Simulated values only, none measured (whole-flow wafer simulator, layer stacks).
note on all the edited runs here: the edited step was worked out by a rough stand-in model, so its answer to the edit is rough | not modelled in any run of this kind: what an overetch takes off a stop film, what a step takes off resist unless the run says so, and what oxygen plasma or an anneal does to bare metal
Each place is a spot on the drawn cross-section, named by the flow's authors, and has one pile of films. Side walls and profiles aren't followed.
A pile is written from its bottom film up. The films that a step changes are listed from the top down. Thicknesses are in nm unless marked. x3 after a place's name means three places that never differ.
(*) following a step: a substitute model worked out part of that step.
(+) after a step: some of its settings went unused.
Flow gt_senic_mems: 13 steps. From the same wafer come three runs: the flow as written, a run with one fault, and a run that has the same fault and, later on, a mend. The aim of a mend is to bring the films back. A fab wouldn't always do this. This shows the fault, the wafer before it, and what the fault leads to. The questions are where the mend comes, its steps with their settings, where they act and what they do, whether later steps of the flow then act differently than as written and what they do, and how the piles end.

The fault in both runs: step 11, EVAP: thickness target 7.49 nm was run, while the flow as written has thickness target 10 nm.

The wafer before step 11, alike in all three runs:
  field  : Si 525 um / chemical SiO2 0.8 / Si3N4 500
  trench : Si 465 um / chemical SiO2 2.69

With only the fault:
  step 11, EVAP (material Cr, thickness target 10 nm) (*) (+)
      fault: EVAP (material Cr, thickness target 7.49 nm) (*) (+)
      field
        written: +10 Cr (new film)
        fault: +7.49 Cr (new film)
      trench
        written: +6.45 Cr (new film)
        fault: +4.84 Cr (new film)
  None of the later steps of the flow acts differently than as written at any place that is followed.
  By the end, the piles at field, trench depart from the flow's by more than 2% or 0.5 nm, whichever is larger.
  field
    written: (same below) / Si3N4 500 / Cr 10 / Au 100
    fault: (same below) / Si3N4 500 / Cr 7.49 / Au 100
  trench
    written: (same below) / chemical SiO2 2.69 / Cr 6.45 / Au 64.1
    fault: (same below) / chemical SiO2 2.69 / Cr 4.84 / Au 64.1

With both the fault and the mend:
  After step 11 comes the mend.
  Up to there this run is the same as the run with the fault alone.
  step 11a, EVAP (material Cr, thickness target 2.51 nm) (*) (+) (a further turn of the flow's step 11, with different settings)
      field
        +2.51 Cr
      trench
        +1.62 Cr
  None of the later steps of the flow acts differently than as written at any place that is followed.
  When the end is reached, the piles differ only a little from the flow's at the places that both follow, at most by 2% or 0.5 nm, whichever is larger.
